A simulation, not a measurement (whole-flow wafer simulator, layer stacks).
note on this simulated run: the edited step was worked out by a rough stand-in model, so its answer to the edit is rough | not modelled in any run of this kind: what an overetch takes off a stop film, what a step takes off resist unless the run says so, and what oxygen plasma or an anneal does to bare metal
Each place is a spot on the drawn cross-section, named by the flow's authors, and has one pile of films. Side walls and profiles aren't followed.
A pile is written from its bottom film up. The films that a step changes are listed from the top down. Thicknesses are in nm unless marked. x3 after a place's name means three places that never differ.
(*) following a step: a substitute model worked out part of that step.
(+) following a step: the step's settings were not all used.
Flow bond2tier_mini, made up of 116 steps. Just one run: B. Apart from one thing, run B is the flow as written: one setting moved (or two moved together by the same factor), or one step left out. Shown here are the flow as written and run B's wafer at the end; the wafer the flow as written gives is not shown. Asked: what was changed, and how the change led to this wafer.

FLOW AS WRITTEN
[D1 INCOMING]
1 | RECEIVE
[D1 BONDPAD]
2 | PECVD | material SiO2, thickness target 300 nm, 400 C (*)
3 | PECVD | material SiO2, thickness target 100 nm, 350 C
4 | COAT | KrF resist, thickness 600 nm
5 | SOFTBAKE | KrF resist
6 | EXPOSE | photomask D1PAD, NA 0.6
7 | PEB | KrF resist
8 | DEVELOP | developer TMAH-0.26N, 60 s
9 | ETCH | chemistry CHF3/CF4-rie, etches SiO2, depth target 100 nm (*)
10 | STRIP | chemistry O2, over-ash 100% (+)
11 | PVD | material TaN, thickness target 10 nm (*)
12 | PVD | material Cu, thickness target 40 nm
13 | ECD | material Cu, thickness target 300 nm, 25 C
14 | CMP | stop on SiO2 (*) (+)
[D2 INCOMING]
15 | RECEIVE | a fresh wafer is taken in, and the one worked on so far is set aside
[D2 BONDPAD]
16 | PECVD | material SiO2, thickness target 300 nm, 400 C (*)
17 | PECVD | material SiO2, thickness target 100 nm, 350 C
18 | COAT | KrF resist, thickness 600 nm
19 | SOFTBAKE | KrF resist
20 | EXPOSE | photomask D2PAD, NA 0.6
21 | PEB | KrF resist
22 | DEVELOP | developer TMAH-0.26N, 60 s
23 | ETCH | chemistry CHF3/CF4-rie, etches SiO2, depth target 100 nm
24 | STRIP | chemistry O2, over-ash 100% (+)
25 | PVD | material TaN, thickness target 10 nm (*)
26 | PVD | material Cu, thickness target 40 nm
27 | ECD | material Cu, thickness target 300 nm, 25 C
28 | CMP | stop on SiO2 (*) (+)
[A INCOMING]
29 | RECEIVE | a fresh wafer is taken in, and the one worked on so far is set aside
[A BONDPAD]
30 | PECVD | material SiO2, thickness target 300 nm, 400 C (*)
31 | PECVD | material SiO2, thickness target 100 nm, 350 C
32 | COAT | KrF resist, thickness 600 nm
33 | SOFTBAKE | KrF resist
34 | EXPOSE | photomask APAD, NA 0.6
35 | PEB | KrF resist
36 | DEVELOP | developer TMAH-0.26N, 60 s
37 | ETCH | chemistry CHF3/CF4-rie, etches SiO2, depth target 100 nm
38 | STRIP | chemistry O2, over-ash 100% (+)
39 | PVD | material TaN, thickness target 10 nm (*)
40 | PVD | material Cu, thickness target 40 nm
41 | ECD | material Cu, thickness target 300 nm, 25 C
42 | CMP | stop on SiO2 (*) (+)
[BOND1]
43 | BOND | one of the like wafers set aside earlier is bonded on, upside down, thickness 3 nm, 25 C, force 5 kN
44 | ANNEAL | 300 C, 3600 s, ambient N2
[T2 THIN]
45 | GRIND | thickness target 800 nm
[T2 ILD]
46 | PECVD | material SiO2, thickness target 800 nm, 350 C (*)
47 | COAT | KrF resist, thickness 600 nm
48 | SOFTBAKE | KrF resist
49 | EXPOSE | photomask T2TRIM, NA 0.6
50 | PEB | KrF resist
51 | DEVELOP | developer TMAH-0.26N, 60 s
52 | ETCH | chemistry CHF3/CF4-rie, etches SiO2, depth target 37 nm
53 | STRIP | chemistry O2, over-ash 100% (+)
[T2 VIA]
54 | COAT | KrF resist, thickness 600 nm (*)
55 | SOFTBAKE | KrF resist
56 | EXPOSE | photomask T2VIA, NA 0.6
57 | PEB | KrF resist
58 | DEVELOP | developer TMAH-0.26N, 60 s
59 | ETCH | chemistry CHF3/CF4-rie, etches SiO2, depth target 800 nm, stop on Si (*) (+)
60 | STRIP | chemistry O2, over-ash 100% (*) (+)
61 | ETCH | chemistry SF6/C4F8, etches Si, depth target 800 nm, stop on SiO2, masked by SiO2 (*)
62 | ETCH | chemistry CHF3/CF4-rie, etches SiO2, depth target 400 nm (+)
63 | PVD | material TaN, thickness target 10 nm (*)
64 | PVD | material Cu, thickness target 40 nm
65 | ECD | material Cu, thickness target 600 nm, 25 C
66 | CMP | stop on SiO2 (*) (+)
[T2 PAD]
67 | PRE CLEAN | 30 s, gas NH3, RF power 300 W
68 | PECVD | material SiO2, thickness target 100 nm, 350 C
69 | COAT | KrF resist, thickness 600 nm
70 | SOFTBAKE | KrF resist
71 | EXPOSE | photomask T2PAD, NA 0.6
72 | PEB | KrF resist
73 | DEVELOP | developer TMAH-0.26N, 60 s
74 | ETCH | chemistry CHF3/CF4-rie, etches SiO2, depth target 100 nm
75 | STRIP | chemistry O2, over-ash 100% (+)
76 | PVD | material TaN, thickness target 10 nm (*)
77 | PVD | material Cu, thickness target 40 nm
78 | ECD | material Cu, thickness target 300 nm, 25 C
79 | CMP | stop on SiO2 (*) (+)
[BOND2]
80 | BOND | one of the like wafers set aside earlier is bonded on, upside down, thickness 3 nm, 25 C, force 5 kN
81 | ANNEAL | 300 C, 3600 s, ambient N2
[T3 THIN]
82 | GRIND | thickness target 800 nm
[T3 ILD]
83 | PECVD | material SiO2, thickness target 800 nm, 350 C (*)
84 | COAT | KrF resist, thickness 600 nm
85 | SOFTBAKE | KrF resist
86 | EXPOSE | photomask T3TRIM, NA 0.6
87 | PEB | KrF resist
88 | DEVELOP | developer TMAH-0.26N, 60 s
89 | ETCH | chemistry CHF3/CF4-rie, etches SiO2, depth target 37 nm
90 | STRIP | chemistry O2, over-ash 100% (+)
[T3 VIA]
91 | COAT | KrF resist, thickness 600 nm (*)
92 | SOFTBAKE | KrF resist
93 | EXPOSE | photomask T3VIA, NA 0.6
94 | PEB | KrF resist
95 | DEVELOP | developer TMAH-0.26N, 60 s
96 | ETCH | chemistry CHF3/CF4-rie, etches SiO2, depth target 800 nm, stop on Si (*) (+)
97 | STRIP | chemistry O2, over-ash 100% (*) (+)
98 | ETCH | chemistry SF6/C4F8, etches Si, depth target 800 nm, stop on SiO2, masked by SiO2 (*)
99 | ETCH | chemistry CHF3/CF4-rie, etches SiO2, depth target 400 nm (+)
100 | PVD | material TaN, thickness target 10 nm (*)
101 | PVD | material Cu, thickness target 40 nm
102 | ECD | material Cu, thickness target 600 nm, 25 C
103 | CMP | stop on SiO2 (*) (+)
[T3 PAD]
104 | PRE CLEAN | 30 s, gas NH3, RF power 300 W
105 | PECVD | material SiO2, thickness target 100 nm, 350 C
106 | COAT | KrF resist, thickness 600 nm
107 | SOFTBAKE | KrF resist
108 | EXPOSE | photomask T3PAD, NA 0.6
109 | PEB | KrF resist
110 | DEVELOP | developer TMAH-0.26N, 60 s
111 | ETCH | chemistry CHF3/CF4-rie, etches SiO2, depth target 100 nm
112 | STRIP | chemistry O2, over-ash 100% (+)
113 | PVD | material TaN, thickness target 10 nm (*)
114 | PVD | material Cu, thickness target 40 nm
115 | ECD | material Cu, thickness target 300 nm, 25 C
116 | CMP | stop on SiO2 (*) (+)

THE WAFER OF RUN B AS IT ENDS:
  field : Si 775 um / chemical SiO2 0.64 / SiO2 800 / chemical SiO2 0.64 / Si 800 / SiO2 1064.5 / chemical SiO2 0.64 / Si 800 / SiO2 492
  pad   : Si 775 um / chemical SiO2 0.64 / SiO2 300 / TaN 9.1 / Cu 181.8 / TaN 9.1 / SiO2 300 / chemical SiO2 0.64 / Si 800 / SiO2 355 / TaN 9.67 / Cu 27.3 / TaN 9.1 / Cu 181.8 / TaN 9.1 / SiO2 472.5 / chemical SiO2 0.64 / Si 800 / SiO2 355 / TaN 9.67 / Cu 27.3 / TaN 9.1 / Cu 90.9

Cause: step 16, PECVD: thickness target 472.5 nm was run, though the flow has thickness target 300 nm.
The wafer itself shows it: pad has SiO2 472.5, and step 16 as written asks for 300 nm.

The path from the change to this, step by step:
  16 | PECVD | material SiO2, thickness target 300 nm, 400 C (*)
      field, pad, via: +472.5 SiO2 (new film) (it would be, as written: +300 SiO2 (new film))
  80 | BOND | one of the like wafers set aside earlier is bonded on, upside down, thickness 3 nm, 25 C, force 5 kN
      field: +775 um Si (new film), +0.64 chemical SiO2 (new film), +572.5 SiO2 (it would be, as written: +775 um Si (new film), +0.64 chemical SiO2 (new film), +400 SiO2)
      pad: +775 um Si (new film), +0.64 chemical SiO2 (new film), +472.5 SiO2 (new film), +9.1 TaN (new film), +90.9 Cu (it would be, as written: +775 um Si (new film), +0.64 chemical SiO2 (new film), +300 SiO2 (new film), +9.1 TaN (new film), +90.9 Cu)
